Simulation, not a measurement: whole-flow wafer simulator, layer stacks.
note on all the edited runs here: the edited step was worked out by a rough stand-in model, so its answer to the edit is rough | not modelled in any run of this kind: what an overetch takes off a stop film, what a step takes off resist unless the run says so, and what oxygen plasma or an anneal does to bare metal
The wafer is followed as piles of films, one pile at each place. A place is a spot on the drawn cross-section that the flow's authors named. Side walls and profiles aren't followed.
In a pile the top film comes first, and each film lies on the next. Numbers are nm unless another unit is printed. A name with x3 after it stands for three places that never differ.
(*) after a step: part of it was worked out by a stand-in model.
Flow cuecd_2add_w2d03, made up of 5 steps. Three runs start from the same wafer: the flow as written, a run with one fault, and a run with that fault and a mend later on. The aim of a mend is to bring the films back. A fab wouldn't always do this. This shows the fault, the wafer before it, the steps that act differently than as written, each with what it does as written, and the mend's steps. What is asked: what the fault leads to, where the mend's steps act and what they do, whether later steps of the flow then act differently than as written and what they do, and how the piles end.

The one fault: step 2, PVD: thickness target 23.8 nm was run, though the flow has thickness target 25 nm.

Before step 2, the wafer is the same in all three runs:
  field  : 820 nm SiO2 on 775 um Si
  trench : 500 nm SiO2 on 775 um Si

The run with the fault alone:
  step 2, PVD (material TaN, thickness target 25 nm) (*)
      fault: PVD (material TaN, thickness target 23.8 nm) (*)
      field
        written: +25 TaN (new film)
        fault: +23.8 TaN (new film)
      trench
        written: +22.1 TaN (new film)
        fault: +21 TaN (new film)
  None of the later steps of the flow acts differently than as written at any place that is followed.
  By the end, the piles at field, trench depart from the flow's by more than 2% or 0.5 nm, whichever is larger.
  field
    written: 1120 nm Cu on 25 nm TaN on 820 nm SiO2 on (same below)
    fault: 1120 nm Cu on 23.8 nm TaN on 820 nm SiO2 on (same below)
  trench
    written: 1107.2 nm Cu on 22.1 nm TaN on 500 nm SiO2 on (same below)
    fault: 1107.2 nm Cu on 21 nm TaN on 500 nm SiO2 on (same below)

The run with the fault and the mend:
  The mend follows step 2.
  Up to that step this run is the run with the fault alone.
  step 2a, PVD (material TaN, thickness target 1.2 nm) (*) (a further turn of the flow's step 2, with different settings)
      field
        +1.2 TaN
      trench
        +1.06 TaN
  None of the later steps of the flow acts differently than as written at any place that is followed.
  By the end, the piles equal the flow's at every place that both follow.
